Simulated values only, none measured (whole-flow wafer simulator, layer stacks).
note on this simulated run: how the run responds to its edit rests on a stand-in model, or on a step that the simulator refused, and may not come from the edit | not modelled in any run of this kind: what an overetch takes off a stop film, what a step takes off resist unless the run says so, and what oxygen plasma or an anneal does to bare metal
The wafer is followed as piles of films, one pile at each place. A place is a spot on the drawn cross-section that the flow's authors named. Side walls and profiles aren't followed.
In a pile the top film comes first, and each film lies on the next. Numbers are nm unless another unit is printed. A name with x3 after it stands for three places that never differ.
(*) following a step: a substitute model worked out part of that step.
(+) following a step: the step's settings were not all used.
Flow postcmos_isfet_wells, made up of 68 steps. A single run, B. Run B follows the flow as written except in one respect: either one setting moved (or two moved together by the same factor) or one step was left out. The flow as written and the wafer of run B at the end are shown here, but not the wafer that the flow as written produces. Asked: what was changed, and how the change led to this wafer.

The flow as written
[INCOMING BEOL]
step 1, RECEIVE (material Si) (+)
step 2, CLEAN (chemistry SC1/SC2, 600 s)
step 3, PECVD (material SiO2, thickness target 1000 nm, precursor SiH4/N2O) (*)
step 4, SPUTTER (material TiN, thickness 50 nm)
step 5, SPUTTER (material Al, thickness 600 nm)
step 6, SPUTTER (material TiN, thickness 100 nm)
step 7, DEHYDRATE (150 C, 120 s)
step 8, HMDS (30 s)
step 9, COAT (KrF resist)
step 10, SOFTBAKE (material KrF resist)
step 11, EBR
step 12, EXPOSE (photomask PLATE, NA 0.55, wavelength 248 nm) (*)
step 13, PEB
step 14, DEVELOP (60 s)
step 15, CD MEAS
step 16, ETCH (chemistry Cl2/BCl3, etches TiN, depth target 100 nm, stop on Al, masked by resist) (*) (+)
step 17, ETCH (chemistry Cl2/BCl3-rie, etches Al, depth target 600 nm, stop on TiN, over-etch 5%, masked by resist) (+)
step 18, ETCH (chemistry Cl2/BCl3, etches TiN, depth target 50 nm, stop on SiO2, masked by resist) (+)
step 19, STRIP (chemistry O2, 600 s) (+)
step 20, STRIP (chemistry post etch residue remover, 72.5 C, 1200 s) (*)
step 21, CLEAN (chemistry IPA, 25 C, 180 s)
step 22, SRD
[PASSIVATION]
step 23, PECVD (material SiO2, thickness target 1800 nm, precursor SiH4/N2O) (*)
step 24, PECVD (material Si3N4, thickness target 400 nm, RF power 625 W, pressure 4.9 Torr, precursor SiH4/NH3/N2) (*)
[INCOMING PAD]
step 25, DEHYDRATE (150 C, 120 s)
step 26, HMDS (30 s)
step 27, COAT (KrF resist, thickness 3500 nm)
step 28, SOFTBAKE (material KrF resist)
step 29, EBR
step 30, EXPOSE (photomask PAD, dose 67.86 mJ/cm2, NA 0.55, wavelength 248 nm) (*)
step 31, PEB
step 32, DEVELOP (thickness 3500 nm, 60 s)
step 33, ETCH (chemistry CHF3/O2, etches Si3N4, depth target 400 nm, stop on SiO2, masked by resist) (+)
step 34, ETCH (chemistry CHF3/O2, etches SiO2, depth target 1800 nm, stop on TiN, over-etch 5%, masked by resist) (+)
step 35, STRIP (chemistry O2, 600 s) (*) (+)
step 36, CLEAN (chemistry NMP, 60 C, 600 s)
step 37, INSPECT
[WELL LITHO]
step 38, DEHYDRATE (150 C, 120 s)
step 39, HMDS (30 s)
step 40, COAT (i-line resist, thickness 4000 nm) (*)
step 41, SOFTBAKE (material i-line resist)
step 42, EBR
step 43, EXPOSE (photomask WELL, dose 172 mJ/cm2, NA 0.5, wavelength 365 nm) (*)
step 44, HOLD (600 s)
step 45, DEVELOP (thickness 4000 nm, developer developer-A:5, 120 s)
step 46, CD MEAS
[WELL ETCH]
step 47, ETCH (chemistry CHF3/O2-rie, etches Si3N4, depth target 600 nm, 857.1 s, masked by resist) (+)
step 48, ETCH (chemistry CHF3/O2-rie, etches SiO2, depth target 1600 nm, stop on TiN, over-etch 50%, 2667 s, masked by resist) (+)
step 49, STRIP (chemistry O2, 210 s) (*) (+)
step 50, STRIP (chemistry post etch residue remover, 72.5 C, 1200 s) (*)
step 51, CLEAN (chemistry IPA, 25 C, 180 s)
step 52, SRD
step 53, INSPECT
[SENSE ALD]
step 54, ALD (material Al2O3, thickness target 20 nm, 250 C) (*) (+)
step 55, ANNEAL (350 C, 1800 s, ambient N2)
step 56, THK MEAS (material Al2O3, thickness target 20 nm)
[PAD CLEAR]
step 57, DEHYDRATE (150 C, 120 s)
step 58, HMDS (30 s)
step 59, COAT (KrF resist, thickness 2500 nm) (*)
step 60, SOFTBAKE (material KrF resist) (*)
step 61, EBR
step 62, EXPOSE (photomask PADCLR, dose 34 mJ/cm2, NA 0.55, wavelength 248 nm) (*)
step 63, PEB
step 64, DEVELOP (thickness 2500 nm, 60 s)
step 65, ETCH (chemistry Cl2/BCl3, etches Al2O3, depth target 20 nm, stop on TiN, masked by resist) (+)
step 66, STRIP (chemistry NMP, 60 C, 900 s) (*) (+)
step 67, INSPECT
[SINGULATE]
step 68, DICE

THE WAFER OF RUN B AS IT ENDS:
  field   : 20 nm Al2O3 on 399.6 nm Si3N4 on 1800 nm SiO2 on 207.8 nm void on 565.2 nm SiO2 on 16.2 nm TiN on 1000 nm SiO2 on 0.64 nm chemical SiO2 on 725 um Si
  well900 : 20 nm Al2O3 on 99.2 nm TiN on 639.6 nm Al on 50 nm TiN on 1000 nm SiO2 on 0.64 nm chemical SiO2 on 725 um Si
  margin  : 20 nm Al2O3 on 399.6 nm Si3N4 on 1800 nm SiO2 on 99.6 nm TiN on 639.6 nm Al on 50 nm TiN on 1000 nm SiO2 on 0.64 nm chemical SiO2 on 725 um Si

The reason: step 5, SPUTTER: thickness 639.6 nm was run, though the flow has thickness 600 nm.
One can read it off the wafer: well900 has Al 639.6, and step 5 as written asks for 600 nm.

Step by step, how the change led to this:
  step 5, SPUTTER (material Al, thickness 600 nm)
      field, margin, well900, well1300 x3, pad_rim, pad_clr, pad_open: +639.6 Al (new film) (it would be, as written: +600 Al (new film))
  step 17, ETCH (chemistry Cl2/BCl3-rie, etches Al, depth target 600 nm, stop on TiN, over-etch 5%, masked by resist) (+)
      field: -600 Al (it would be, as written: -600 Al (all of it))
  step 18, ETCH (chemistry Cl2/BCl3, etches TiN, depth target 50 nm, stop on SiO2, masked by resist) (+)
      field: -39.6 Al (all of it), -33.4 TiN (it would be, as written: -50 TiN (all of it))
  step 23, PECVD (material SiO2, thickness target 1800 nm, precursor SiH4/N2O) (*)
      field: +1800 SiO2 (new film), +207.8 void (new film), +565.2 SiO2 (new film) (it would be, as written: +1800 SiO2 (new film), +189.9 void (new film), +559.7 SiO2)
If metal films that touch count as one body, field has 1 body; the flow as written gives 0 bodies.
